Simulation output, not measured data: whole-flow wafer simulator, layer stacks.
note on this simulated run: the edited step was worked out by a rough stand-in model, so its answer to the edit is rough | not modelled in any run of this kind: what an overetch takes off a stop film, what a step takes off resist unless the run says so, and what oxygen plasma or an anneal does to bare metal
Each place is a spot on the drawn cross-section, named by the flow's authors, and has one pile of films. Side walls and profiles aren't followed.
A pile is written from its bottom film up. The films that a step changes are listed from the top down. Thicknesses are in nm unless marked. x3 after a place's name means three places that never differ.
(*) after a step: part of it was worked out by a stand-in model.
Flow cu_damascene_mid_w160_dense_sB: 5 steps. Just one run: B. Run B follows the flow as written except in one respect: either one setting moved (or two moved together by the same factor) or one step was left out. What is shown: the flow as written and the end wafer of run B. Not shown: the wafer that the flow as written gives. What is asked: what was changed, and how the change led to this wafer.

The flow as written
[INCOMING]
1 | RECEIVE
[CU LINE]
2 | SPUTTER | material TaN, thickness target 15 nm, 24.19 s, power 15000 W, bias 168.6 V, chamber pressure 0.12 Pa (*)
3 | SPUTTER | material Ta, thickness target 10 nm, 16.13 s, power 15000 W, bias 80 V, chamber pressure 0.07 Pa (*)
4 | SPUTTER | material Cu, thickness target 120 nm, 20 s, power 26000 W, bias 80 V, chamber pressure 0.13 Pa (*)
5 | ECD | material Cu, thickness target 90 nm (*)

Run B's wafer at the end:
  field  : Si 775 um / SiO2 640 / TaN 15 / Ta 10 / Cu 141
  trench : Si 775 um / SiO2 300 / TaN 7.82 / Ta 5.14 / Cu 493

Cause: step 4, SPUTTER: thickness target 51 nm was run, while the flow as written has thickness target 120 nm; step 4, SPUTTER: 8.5 s was run, where the flow has 20 s.

The path from the change to this, step by step:
  4 | SPUTTER | material Cu, thickness target 120 nm, 20 s, power 26000 W, bias 80 V, chamber pressure 0.13 Pa (*)
      field: Cu gains 51 (new film) (in the flow as written it would be: Cu gains 120 (new film))
      trench: Cu gains 26.4 (new film) (in the flow as written it would be: Cu gains 62 (new film))
  5 | ECD | material Cu, thickness target 90 nm (*)
      trench: Cu gains 466.7 (in the flow as written it would be: Cu gains 500)
